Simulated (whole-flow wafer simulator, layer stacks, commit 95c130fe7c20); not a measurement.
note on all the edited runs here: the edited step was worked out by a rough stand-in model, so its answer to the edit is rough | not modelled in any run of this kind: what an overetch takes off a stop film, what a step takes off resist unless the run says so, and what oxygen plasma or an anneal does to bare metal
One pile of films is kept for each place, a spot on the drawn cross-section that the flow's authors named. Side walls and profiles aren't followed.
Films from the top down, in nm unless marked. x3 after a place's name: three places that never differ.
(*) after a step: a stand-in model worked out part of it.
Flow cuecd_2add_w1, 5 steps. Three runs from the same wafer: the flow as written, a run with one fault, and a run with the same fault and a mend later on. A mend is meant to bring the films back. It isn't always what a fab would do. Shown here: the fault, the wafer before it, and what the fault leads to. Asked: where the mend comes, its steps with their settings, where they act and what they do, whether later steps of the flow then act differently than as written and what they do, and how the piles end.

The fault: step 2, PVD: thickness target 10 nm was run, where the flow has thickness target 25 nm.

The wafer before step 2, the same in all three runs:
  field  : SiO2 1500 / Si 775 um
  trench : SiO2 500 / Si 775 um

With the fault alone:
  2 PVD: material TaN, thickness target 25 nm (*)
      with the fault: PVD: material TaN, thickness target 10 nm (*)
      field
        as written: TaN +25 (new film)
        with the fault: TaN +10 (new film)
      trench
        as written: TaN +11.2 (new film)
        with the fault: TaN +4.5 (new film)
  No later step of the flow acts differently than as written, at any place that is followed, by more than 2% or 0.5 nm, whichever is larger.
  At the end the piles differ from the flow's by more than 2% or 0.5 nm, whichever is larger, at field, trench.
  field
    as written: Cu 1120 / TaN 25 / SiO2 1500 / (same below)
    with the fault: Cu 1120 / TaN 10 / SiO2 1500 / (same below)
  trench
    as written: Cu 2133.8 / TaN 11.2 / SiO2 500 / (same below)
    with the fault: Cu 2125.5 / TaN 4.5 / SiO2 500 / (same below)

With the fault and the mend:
  The mend comes after step 2.
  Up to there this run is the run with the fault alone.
  2a PVD: material TaN, thickness target 15 nm (*) (the flow's step 2 once more, with other settings)
      field
        TaN +15
      trench
        TaN +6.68
  No later step of the flow acts differently than as written at any place that is followed.
  At the end the piles are the same as the flow's at every place that both follow.
